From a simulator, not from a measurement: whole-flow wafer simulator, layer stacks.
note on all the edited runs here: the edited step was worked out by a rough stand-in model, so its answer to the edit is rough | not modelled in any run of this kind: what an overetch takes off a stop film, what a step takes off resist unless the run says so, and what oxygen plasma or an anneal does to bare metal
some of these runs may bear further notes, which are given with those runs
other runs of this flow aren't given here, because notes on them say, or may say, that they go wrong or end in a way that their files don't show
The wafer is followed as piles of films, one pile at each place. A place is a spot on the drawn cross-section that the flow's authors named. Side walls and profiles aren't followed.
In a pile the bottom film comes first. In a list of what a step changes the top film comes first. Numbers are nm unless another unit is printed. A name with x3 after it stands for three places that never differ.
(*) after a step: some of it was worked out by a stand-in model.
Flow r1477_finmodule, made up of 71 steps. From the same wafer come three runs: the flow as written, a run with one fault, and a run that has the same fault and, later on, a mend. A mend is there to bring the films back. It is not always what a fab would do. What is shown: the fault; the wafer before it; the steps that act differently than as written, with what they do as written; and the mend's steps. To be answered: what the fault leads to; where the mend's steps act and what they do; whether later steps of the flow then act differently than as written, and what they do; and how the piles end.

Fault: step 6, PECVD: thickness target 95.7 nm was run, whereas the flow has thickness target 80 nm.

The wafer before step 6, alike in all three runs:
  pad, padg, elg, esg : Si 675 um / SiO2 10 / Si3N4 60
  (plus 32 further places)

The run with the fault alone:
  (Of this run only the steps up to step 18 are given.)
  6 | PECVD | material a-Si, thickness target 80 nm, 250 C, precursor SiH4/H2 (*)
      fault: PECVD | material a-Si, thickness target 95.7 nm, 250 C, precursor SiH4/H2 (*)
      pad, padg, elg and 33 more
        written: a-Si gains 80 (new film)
        fault: a-Si gains 95.7 (new film)
  Later steps of the flow acting differently than as written:
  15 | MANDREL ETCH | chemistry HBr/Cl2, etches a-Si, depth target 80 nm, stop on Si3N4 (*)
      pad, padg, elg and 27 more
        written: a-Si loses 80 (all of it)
        fault: a-Si loses 80
  The piles after step 18 differ from the flow's at pad, padg, elg and 33 more by more than 2% or 0.5 nm, whichever is larger.
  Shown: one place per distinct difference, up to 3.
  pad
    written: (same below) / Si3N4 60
    fault: (same below) / Si3N4 60 / a-Si 15.7
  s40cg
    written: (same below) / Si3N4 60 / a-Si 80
    fault: (same below) / Si3N4 60 / a-Si 95.7

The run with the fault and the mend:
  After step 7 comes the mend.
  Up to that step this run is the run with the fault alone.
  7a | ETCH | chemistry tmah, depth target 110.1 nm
      pad, padg, elg and 33 more
        a-Si loses 95.7 (all of it)
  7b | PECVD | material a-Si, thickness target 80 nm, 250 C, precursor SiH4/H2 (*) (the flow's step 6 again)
      pad, padg, elg and 33 more
        a-Si gains 80 (new film)
  None of the later steps of the flow acts differently than as written at any place that is followed.
  The piles end the same as the flow's at every place that both follow.
